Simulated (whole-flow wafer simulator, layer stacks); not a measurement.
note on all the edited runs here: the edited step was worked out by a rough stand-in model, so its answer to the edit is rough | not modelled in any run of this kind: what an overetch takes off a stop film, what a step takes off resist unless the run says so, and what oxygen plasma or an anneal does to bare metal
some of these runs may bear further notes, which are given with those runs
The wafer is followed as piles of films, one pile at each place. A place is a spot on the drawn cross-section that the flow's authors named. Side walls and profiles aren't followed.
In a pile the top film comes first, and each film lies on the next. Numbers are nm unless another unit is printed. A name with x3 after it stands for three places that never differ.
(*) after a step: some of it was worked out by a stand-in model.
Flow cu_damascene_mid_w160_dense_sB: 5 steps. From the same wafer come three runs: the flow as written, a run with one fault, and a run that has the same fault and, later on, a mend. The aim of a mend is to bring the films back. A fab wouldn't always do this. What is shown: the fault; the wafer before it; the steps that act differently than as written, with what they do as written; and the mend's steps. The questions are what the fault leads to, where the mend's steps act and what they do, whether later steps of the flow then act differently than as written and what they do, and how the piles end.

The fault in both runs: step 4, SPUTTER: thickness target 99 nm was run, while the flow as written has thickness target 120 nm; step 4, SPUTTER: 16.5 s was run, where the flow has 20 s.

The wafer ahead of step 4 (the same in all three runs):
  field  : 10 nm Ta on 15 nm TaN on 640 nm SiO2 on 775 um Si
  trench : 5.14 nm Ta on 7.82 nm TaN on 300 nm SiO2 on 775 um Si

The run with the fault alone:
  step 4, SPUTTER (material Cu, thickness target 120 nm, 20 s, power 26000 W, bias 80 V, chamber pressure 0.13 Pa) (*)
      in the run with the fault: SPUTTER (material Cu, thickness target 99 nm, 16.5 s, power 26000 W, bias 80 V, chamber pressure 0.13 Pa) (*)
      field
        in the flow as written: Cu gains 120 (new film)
        in the run with the fault: Cu gains 99 (new film)
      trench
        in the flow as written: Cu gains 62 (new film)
        in the run with the fault: Cu gains 51.2 (new film)
  Steps later in the flow that act otherwise than as written:
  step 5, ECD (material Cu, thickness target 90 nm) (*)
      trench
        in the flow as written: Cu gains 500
        in the run with the fault: Cu gains 489.9
  The piles end different from the flow's at field, trench by more than 2% or 0.5 nm, whichever is larger.
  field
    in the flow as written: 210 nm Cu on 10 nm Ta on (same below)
    in the run with the fault: 189 nm Cu on 10 nm Ta on (same below)
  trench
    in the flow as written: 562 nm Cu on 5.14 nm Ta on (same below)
    in the run with the fault: 541 nm Cu on 5.14 nm Ta on (same below)

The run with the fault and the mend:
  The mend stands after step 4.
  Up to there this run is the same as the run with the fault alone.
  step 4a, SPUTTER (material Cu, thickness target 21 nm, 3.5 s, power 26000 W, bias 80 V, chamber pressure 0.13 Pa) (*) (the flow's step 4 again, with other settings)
      field
        Cu gains 21
      trench
        Cu gains 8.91
  Every later step of the flow that is run acts as written, at every place that is followed, to within 2% or 0.5 nm, whichever is larger.
  By the end, the piles equal the flow's at every place that both follow.
